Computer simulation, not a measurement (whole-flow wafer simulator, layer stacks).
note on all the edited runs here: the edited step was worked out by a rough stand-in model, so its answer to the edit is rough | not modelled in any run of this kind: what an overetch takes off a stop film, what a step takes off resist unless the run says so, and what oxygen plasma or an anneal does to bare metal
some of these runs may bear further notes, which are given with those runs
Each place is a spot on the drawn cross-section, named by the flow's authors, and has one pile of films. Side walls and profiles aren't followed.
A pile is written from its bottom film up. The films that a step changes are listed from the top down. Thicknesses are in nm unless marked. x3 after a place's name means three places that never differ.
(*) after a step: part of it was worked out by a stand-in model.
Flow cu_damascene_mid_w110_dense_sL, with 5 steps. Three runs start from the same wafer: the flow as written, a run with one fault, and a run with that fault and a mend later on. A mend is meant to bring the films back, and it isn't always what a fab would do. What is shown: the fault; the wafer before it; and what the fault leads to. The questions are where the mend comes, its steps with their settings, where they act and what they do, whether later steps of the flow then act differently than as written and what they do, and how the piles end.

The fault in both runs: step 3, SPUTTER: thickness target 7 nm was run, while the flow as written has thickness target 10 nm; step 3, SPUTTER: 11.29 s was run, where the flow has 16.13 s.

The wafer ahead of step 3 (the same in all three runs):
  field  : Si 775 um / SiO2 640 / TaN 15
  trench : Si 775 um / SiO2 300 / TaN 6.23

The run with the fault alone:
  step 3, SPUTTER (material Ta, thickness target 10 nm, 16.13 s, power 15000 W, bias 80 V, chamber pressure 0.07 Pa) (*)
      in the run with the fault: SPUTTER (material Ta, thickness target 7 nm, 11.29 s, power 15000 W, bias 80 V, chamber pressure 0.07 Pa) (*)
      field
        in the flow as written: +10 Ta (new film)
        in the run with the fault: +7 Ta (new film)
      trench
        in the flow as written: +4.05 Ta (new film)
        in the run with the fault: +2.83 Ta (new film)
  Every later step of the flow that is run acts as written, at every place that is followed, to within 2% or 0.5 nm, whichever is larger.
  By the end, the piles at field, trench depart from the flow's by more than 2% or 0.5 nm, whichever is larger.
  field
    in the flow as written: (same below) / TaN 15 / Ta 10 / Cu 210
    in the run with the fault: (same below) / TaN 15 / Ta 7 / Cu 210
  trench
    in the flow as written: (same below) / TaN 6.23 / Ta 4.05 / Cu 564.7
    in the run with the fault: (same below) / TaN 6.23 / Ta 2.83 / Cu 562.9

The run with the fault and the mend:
  After step 3 comes the mend.
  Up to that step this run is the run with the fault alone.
  step 3a, SPUTTER (material Ta, thickness target 3 nm, 4.839 s, power 15000 W, bias 80 V, chamber pressure 0.07 Pa) (*) (the flow's step 3, run once more with other settings)
      field
        +3 Ta
      trench
        +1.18 Ta
  Every later step of the flow that is run acts as written at every place that is followed.
  At the end the piles are close to the flow's at the places that both follow, differing by at most 2% or 0.5 nm, whichever is larger.
